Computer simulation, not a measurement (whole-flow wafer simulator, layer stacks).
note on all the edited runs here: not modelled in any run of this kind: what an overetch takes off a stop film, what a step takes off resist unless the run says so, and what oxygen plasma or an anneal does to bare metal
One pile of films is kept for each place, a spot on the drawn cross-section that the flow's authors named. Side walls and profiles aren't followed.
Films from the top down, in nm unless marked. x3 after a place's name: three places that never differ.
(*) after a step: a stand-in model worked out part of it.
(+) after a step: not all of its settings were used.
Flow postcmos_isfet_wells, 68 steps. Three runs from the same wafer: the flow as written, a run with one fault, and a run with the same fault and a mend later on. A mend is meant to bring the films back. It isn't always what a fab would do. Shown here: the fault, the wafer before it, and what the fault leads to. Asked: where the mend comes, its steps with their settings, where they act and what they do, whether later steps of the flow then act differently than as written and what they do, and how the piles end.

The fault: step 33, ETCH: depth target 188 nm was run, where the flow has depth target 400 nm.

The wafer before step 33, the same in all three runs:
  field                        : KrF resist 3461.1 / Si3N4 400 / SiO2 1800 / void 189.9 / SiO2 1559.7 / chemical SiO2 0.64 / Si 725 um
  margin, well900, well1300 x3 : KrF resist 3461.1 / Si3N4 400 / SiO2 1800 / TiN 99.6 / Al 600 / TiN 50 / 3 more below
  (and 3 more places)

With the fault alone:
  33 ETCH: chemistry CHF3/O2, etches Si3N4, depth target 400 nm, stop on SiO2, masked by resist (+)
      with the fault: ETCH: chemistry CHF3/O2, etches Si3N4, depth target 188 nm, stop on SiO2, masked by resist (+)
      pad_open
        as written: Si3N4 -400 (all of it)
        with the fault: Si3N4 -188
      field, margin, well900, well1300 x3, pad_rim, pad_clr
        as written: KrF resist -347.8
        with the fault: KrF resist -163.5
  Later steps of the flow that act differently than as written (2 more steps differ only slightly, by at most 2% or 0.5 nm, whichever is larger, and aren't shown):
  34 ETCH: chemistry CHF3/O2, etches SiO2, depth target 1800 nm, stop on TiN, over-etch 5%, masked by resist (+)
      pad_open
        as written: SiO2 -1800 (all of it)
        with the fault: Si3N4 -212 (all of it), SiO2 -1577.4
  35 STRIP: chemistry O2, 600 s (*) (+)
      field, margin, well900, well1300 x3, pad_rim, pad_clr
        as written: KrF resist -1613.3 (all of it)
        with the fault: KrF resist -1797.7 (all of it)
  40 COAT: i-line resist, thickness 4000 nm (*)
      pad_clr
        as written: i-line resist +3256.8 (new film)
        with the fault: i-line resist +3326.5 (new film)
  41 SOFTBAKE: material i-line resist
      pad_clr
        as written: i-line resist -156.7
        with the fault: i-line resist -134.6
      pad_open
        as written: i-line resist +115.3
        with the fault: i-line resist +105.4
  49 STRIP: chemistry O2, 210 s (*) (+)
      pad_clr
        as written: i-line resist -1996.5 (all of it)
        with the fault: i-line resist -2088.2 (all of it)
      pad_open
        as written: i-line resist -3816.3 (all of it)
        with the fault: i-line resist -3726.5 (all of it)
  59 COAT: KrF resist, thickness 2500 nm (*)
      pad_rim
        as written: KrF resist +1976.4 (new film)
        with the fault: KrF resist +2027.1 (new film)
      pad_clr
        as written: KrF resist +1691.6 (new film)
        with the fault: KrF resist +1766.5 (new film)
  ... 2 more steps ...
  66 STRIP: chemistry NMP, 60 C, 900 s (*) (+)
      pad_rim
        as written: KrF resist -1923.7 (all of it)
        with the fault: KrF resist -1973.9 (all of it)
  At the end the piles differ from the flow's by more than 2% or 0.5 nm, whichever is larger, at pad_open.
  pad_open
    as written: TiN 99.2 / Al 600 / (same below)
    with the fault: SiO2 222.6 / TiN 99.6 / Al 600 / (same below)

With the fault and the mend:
  The mend comes after step 33.
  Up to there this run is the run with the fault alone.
  33a ETCH: chemistry CHF3/O2, etches Si3N4, depth target 212 nm, stop on SiO2, masked by resist (the flow's step 33 once more, with other settings)
      field, margin, well900, well1300 x3, pad_rim, pad_clr
        KrF resist -184.3
      pad_open
        Si3N4 -212 (all of it)
  No later step of the flow acts differently than as written at any place that is followed.
  At the end the piles are the same as the flow's at every place that both follow.
